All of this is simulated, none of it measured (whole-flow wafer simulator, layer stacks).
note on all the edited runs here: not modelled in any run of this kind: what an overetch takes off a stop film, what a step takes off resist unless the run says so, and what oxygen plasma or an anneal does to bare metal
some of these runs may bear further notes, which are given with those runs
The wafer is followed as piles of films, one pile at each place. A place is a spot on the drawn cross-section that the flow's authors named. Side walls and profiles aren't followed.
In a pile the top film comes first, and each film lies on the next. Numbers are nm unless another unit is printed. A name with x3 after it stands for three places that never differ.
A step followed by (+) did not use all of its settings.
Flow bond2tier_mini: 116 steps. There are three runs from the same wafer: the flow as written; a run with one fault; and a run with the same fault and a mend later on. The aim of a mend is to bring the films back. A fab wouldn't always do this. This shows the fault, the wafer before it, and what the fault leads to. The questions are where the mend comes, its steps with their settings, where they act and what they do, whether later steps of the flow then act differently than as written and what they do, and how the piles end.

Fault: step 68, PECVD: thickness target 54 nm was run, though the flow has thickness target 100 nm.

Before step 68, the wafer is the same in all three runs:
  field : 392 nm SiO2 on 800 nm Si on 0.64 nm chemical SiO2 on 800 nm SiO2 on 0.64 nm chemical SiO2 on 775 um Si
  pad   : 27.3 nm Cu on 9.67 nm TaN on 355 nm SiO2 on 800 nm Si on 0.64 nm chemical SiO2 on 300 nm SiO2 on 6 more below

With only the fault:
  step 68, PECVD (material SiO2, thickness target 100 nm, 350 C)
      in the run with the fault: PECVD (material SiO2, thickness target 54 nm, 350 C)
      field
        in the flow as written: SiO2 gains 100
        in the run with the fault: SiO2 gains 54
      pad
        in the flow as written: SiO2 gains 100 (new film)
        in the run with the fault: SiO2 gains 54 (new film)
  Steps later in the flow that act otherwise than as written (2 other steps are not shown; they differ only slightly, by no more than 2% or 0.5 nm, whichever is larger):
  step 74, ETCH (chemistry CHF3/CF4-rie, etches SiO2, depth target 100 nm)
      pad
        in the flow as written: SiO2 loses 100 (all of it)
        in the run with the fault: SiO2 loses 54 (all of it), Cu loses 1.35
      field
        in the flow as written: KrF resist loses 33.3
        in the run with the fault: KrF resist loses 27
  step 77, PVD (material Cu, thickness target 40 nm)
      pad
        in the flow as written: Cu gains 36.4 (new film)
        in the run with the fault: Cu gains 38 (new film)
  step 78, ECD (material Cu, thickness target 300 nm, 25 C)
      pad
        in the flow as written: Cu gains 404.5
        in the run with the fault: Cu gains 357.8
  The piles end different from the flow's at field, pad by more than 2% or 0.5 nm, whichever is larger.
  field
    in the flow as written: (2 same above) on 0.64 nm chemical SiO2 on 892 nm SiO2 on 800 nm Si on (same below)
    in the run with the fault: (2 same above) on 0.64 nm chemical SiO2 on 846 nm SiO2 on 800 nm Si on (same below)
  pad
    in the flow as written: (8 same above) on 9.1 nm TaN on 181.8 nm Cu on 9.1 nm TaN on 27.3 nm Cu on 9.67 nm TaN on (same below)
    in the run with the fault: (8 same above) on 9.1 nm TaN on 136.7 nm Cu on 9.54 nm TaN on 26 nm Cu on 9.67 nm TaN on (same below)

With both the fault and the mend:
  After step 73 comes the mend.
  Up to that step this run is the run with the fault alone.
  step 73a, STRIP (chemistry O2, over-ash 100%) (+)
      field
        KrF resist loses 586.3 (all of it)
  step 73b, PECVD (material SiO2, thickness target 46 nm, 350 C) (a further turn of the flow's step 68, with different settings)
      field, pad
        SiO2 gains 46
  step 73c, COAT (KrF resist, thickness 600 nm) (a further turn of the flow's step 69)
      field, pad
        KrF resist gains 600 (new film)
  step 73d, SOFTBAKE (KrF resist) (a further turn of the flow's step 70)
      does not change any film at any place that is followed
  step 73e, EXPOSE (photomask T2PAD, NA 0.6) (a further turn of the flow's step 71)
      does not change any film at any place that is followed
  step 73f, PEB (KrF resist) (a further turn of the flow's step 72)
      does not change any film at any place that is followed
  step 73g, DEVELOP (developer TMAH-0.26N, 60 s) (a further turn of the flow's step 73)
      field
        KrF resist loses 13.7
      pad
        KrF resist loses 600 (all of it)
  Later steps of the flow that are run all act as written at every place that is followed.
  At every place that both follow, the piles at the end match the flow's.
